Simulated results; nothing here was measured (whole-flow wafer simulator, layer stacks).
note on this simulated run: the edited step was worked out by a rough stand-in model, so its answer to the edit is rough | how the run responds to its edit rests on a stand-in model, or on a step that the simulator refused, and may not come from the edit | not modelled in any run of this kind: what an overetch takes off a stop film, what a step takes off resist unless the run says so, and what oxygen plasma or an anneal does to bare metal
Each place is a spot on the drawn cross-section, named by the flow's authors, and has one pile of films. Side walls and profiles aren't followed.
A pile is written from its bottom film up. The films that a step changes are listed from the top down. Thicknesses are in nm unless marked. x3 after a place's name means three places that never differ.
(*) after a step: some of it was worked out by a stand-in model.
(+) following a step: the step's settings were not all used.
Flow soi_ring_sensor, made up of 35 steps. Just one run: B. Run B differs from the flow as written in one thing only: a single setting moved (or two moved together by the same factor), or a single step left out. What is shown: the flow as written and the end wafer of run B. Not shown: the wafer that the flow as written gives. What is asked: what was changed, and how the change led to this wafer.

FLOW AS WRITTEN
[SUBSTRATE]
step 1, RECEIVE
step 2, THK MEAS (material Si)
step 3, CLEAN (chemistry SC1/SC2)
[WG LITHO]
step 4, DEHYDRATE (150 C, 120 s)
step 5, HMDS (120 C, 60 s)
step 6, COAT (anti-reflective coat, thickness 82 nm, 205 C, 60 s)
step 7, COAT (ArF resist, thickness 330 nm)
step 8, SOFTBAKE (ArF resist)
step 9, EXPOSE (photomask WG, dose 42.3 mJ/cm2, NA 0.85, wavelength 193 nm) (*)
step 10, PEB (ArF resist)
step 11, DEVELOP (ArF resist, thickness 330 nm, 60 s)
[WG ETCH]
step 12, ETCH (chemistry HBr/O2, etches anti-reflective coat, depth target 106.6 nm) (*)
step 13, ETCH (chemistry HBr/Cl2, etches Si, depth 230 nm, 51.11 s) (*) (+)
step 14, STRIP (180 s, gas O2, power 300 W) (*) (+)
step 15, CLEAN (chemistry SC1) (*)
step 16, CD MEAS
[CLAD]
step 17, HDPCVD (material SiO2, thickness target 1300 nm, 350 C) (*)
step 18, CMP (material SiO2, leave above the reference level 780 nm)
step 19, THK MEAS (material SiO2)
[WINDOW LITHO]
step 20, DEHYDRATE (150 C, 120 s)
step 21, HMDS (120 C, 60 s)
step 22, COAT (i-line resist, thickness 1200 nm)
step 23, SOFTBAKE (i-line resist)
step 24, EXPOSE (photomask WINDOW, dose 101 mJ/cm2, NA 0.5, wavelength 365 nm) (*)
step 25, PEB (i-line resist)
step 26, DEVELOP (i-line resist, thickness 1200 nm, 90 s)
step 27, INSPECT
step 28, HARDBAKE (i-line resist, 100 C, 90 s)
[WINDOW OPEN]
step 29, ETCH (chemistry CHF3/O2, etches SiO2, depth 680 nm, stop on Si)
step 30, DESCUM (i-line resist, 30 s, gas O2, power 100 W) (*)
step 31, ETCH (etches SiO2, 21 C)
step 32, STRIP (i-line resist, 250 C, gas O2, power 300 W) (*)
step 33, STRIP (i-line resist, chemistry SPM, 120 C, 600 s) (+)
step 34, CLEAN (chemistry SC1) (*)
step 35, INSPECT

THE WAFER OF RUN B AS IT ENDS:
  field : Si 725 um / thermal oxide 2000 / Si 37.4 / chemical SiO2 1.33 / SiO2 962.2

What caused this: step 13, ETCH: depth 182 nm was run, though the flow has depth 230 nm; step 13, ETCH: 40.38 s was run, where the flow has 51.11 s.

Step by step, how the change led to this:
  step 13, ETCH (chemistry HBr/Cl2, etches Si, depth 230 nm, 51.11 s) (*) (+)
      gap, window, field, gap_clad: Si loses 182 (it would be, as written: Si loses 220 (all of it), thermal oxide loses 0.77)
      core, core_clad: ArF resist loses 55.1 (it would be, as written: ArF resist loses 69.7)
  step 14, STRIP (180 s, gas O2, power 300 W) (*) (+)
      gap, window, field, gap_clad: chemical SiO2 gains 1.33 (new film), Si loses 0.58 (it would be, as written: nothing)
      core, core_clad: ArF resist loses 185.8 (all of it), anti-reflective coat loses 82 (all of it), chemical SiO2 gains 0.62, Si loses 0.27 (it would be, as written: ArF resist loses 171.2 (all of it), anti-reflective coat loses 82 (all of it), chemical SiO2 gains 0.63, Si loses 0.28)
  step 18, CMP (material SiO2, leave above the reference level 780 nm)
      gap, window, field, gap_clad: SiO2 loses 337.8 (it would be, as written: SiO2 loses 298.2)
